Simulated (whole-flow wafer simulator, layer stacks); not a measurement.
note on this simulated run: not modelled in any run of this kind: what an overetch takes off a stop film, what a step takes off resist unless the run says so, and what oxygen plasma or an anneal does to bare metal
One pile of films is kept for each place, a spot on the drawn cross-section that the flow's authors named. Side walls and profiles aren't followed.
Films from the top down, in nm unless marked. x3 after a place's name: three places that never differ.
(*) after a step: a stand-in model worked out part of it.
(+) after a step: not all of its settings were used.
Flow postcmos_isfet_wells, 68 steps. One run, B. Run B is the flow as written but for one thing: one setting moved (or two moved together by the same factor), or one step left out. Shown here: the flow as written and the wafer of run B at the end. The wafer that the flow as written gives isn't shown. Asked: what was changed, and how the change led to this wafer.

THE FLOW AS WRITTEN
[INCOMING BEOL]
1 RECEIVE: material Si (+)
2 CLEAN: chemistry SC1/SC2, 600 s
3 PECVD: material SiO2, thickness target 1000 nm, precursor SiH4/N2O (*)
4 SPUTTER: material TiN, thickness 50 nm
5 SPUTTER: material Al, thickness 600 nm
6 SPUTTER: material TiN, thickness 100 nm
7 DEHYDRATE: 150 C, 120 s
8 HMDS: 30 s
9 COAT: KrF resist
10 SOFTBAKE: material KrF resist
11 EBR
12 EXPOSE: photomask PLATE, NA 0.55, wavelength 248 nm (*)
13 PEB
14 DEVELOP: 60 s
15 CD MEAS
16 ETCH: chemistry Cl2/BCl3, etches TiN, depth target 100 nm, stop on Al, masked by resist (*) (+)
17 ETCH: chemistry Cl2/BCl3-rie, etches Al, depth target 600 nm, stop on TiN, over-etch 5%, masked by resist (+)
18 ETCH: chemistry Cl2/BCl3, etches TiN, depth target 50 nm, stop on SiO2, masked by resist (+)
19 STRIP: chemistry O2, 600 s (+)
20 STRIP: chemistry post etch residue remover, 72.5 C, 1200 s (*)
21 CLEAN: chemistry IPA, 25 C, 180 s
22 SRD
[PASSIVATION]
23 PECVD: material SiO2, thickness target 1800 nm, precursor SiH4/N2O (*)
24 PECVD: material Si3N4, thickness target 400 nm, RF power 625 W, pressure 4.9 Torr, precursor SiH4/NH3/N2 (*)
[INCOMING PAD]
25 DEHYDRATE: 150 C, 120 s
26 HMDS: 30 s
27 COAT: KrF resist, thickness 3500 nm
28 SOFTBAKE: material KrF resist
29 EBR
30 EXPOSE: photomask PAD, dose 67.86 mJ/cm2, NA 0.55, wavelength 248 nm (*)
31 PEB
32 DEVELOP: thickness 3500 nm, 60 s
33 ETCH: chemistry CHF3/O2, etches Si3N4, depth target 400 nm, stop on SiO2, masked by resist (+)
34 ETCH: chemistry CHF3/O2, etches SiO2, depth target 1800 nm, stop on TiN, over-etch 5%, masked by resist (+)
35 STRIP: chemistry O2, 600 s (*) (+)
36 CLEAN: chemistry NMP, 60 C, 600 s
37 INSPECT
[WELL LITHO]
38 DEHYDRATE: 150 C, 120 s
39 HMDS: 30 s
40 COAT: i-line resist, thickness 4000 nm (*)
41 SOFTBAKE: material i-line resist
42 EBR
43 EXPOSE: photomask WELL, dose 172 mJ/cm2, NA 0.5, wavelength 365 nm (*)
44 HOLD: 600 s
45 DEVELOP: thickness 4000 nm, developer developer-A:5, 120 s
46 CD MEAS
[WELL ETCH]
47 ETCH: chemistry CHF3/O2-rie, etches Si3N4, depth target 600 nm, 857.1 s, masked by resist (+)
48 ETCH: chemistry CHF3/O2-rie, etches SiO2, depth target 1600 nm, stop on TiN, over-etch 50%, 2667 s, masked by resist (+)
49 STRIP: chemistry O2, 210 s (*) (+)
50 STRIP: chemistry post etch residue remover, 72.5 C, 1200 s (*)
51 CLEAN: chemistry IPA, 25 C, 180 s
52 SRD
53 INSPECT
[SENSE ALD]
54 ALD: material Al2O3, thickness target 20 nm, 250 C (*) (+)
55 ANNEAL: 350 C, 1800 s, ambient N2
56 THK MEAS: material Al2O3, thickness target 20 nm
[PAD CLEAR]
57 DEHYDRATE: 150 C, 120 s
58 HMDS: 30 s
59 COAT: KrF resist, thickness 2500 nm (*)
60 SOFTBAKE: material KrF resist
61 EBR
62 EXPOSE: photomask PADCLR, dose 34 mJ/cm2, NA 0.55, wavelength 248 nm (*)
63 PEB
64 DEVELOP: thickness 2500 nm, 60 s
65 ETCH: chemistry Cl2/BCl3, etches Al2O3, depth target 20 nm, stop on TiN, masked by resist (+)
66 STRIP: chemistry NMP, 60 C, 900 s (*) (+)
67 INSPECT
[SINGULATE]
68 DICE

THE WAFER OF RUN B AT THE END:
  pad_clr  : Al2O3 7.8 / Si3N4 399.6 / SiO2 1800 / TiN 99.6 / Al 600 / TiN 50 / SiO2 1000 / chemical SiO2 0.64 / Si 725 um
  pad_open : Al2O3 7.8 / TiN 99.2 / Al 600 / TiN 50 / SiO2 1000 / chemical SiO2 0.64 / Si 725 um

The cause: step 65, ETCH: depth target 12.2 nm was run, where the flow has depth target 20 nm.

How the change led to this, step by step:
  65 ETCH: chemistry Cl2/BCl3, etches Al2O3, depth target 20 nm, stop on TiN, masked by resist (+)
      pad_clr, pad_open: Al2O3 -12.2 (as written it would be: Al2O3 -20 (all of it))
      field, margin, pad_rim: KrF resist -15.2 (as written it would be: KrF resist -25)
